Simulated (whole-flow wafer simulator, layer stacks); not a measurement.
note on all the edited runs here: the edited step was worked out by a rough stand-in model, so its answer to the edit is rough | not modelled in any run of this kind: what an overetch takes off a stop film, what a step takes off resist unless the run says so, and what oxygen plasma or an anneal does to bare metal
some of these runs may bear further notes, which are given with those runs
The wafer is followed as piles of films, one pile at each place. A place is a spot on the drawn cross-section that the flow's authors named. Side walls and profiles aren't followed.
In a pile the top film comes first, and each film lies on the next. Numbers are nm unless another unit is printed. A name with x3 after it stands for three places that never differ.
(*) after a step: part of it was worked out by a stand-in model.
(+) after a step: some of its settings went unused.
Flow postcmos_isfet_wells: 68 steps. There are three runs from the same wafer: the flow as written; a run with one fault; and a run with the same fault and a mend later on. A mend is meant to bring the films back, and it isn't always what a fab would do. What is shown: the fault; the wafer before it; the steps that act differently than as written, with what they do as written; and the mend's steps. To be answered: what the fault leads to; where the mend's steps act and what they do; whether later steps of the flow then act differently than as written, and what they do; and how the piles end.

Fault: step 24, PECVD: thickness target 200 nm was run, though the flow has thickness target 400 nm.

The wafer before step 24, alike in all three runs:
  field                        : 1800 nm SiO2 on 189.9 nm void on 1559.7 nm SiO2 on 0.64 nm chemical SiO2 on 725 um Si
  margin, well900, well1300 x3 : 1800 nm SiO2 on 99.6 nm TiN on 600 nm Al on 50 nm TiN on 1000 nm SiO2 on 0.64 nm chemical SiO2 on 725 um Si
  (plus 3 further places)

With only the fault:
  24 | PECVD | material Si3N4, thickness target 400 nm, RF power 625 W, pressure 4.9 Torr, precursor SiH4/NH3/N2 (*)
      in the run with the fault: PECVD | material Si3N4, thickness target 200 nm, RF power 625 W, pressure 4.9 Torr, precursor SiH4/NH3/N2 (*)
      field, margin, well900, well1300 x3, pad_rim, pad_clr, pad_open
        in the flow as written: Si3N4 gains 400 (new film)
        in the run with the fault: Si3N4 gains 200 (new film)
  Steps further on in the flow that do not act as written (not shown: 2 more steps that differ only slightly, by at most 2% or 0.5 nm, whichever is larger):
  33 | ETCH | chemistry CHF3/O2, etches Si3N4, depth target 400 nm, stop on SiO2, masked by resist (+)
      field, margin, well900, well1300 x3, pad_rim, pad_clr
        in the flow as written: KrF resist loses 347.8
        in the run with the fault: KrF resist loses 260.9
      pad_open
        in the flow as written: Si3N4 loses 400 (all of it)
        in the run with the fault: Si3N4 loses 200 (all of it)
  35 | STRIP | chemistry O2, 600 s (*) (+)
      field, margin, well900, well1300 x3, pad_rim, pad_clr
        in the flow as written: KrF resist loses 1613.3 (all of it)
        in the run with the fault: KrF resist loses 1700.3 (all of it)
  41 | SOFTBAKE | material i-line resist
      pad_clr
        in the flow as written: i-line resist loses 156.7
        in the run with the fault: i-line resist loses 136.8
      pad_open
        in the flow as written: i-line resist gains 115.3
        in the run with the fault: i-line resist gains 106.4
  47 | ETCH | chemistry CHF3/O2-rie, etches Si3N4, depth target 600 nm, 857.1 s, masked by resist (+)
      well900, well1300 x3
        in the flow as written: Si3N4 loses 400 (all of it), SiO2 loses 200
        in the run with the fault: Si3N4 loses 200 (all of it), SiO2 loses 400
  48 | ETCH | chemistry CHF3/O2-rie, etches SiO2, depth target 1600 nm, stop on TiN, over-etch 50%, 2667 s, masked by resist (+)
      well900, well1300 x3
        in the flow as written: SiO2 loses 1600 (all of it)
        in the run with the fault: SiO2 loses 1400 (all of it)
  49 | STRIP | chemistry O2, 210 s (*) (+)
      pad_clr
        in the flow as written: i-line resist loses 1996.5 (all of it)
        in the run with the fault: i-line resist loses 2078.9 (all of it)
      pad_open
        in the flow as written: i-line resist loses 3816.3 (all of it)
        in the run with the fault: i-line resist loses 3735.7 (all of it)
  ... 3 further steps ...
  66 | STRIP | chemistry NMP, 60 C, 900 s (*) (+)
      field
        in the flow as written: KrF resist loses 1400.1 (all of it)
        in the run with the fault: KrF resist loses 1495 (all of it)
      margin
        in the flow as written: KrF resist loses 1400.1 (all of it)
        in the run with the fault: KrF resist loses 1494.9 (all of it)
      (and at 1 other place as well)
  The piles end different from the flow's at field, margin, pad_rim, pad_clr by more than 2% or 0.5 nm, whichever is larger.
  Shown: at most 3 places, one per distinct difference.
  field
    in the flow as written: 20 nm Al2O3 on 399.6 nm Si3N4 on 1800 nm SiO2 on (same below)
    in the run with the fault: 20 nm Al2O3 on 199.6 nm Si3N4 on 1800 nm SiO2 on (same below)
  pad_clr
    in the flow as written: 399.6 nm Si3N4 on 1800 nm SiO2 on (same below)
    in the run with the fault: 199.6 nm Si3N4 on 1800 nm SiO2 on (same below)

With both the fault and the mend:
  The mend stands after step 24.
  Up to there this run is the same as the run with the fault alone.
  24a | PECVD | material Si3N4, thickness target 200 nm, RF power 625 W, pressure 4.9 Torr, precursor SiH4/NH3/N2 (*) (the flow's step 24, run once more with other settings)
      field, margin, well900, well1300 x3, pad_rim, pad_clr, pad_open
        Si3N4 gains 200
  Every later step of the flow that is run acts as written at every place that is followed.
  At every place that both follow, the piles at the end match the flow's.
